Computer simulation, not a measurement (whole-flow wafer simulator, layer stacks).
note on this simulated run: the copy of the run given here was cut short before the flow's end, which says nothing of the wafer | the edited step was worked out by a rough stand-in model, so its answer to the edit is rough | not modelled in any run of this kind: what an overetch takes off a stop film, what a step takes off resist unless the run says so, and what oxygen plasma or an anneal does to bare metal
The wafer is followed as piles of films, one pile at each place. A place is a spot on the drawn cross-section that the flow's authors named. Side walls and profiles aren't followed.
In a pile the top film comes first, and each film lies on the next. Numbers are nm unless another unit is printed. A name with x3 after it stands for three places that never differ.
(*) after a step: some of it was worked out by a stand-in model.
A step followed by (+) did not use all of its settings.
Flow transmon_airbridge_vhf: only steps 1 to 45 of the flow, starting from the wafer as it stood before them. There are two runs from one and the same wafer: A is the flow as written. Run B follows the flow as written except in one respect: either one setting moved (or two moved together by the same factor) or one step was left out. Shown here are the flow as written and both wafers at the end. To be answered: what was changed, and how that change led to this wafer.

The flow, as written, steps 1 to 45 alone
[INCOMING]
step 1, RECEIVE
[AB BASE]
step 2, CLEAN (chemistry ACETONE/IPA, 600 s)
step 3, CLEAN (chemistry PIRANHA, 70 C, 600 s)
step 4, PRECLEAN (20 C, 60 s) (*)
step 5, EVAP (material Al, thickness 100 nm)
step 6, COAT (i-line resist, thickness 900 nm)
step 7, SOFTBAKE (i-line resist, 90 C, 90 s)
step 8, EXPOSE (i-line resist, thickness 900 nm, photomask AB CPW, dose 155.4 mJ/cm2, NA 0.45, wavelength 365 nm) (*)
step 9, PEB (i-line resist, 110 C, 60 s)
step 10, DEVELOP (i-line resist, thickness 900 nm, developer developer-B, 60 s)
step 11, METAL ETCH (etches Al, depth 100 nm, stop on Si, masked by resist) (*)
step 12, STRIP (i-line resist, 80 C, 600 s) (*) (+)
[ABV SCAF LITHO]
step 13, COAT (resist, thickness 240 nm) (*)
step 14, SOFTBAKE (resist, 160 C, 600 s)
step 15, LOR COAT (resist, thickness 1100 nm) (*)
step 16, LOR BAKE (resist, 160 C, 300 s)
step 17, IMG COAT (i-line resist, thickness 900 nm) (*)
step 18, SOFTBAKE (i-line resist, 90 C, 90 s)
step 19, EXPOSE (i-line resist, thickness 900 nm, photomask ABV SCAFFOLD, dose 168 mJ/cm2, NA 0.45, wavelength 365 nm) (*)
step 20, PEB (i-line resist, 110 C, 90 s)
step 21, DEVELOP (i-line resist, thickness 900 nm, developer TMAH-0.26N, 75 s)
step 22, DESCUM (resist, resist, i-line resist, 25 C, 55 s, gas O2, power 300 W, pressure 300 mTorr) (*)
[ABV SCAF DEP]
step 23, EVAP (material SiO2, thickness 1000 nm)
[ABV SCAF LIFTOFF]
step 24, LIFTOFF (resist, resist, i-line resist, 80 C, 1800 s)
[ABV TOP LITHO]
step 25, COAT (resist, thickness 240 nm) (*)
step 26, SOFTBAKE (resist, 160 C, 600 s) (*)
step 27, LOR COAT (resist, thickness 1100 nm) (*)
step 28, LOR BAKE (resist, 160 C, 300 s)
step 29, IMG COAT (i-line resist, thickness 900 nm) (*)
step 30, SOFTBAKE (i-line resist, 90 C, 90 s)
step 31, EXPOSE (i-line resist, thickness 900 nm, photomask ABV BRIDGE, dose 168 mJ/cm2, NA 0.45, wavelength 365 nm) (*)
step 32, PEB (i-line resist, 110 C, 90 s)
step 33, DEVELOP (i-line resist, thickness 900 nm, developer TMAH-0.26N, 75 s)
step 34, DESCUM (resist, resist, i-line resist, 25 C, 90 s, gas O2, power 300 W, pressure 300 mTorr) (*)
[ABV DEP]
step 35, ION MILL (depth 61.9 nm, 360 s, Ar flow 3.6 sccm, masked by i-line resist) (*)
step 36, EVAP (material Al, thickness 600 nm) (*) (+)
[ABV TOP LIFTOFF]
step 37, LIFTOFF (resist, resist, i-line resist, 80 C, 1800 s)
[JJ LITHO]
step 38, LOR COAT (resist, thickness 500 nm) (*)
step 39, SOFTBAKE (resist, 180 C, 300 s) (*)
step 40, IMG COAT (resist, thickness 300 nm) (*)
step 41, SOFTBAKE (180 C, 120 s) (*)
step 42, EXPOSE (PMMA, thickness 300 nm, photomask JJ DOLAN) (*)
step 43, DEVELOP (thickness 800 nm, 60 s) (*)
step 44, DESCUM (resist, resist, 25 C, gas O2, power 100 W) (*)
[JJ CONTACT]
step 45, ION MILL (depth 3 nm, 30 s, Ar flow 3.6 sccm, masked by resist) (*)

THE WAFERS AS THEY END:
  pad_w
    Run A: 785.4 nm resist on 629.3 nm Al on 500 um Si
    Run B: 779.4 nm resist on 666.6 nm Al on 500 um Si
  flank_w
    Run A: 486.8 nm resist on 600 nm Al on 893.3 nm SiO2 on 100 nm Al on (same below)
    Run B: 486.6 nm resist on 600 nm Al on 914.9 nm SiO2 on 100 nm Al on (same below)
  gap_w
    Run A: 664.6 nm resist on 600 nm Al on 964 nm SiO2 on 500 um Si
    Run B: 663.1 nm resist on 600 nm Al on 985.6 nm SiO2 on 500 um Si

The reason: step 35, ION MILL: depth 24.8 nm was run, whereas the flow has depth 61.9 nm; step 35, ION MILL: 144 s was run, where the flow has 360 s.

Step by step, how the change led to this:
  step 35, ION MILL (depth 61.9 nm, 360 s, Ar flow 3.6 sccm, masked by i-line resist) (*)
      field x3, jj_line, ground_far, trace_open_s x2, margin_s, margin_n: A -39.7 i-line resist | B -15.9 i-line resist
      flank_w, gap_w, cpw_trace, gap_e, flank_e, bridge_strip: A -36 SiO2 | B -14.4 SiO2
      (and at 2 other places as well)
  step 37, LIFTOFF (resist, resist, i-line resist, 80 C, 1800 s)
      field x3, jj_line, trace_open_s x2: A -600 Al (all of it), -600 i-line resist (all of it), -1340 resist (all of it) | B -600 Al (all of it), -623.8 i-line resist (all of it), -1340 resist (all of it)
      margin_s, margin_n: A -600 Al (all of it), -318.3 i-line resist (all of it), -992 resist (all of it) | B -600 Al (all of it), -342.1 i-line resist (all of it), -992 resist (all of it)
      (and at 1 other place as well)
